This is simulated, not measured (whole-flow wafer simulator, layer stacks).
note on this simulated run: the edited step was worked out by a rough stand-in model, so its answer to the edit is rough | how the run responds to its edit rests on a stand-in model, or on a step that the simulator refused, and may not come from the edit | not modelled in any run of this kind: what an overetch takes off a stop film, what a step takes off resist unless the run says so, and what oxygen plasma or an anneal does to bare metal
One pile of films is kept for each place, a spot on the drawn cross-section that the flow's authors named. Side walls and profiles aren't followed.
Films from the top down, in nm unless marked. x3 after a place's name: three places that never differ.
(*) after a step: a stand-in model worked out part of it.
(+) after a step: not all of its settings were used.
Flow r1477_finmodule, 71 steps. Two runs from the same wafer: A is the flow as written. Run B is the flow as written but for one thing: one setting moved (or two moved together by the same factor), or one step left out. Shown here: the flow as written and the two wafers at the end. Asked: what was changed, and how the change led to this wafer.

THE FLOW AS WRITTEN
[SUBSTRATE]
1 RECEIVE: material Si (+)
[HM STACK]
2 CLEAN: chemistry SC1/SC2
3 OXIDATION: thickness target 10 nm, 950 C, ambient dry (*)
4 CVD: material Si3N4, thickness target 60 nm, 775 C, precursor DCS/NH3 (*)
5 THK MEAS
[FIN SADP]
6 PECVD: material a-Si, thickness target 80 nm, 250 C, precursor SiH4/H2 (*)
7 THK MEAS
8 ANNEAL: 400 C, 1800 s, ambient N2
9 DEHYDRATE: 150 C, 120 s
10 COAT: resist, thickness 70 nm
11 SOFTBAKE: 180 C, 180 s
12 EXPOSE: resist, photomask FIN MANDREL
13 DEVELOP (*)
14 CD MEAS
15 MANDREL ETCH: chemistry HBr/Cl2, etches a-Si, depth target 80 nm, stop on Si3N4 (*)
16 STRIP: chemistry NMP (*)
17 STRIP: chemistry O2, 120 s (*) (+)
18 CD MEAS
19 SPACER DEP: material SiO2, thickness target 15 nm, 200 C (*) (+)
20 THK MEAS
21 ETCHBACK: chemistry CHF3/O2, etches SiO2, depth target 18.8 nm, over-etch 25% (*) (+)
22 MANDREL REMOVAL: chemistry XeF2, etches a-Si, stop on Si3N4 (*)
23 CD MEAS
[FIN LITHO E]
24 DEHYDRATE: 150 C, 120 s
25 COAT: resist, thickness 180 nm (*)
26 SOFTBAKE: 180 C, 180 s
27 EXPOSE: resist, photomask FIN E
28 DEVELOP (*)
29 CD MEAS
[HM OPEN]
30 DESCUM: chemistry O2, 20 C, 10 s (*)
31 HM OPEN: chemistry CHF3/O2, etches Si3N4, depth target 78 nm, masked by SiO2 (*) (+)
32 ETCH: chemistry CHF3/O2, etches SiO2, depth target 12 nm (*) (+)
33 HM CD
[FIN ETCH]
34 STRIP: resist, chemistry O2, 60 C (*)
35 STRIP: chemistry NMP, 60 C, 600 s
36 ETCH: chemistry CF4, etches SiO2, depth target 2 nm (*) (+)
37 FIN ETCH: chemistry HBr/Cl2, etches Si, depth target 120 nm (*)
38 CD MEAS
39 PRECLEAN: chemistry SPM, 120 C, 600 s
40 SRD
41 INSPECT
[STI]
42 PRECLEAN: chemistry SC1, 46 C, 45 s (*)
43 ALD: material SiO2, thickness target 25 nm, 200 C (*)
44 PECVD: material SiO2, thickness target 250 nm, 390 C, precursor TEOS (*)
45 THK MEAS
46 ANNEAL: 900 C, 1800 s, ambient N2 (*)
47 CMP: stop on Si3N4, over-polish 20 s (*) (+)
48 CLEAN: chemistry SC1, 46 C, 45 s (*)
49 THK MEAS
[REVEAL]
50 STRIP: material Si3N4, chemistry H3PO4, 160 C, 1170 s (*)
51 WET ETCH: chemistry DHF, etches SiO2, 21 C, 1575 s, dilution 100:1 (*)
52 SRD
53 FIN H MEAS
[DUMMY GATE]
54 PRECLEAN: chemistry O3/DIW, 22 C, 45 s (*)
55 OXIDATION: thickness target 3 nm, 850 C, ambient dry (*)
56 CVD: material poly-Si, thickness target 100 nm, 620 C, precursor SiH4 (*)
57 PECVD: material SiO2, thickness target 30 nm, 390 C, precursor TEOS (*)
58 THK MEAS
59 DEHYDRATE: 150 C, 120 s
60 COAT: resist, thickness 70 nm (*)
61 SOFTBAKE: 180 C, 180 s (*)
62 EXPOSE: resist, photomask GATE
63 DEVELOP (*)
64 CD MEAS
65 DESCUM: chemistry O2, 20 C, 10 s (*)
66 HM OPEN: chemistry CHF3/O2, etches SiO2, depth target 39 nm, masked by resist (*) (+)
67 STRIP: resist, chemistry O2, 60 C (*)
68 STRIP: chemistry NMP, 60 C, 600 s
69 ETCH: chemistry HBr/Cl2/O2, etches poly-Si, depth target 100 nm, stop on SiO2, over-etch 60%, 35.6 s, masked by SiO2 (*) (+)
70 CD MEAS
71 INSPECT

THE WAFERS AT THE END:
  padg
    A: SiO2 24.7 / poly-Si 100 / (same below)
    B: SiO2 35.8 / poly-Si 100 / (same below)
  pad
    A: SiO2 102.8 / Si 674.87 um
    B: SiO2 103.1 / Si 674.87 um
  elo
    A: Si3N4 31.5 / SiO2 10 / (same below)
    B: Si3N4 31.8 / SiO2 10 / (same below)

The cause: step 57, PECVD: thickness target 41.1 nm was run, where the flow has thickness target 30 nm.

How the change led to this, step by step:
  57 PECVD: material SiO2, thickness target 30 nm, 390 C, precursor TEOS (*)
      pad, padg, elg and 33 more: A SiO2 +30 (new film) | B SiO2 +41.1 (new film)
  66 HM OPEN: chemistry CHF3/O2, etches SiO2, depth target 39 nm, masked by resist (*) (+)
      pad, elo, eso and 15 more: A SiO2 -30 (all of it), poly-Si -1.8 | B SiO2 -39
  67 STRIP: resist, chemistry O2, 60 C (*)
      pad, elo, eso and 15 more: A chemical SiO2 +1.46 (new film), poly-Si -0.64 | B nothing
  69 ETCH: chemistry HBr/Cl2/O2, etches poly-Si, depth target 100 nm, stop on SiO2, over-etch 60%, 35.6 s, masked by SiO2 (*) (+)
      pad, eso, e40so and 8 more: A chemical SiO2 -1.46 (all of it), poly-Si -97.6 (all of it), SiO2 -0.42 | B SiO2 -2.1 (all of it), poly-Si -100 (all of it), SiO2 -0.09
      elo, e40lo, e100lo, e200lo: A chemical SiO2 -1.46 (all of it), poly-Si -97.6 (all of it), Si3N4 -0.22 | B SiO2 -2.1 (all of it), poly-Si -100 (all of it)
      (and at 3 more places)
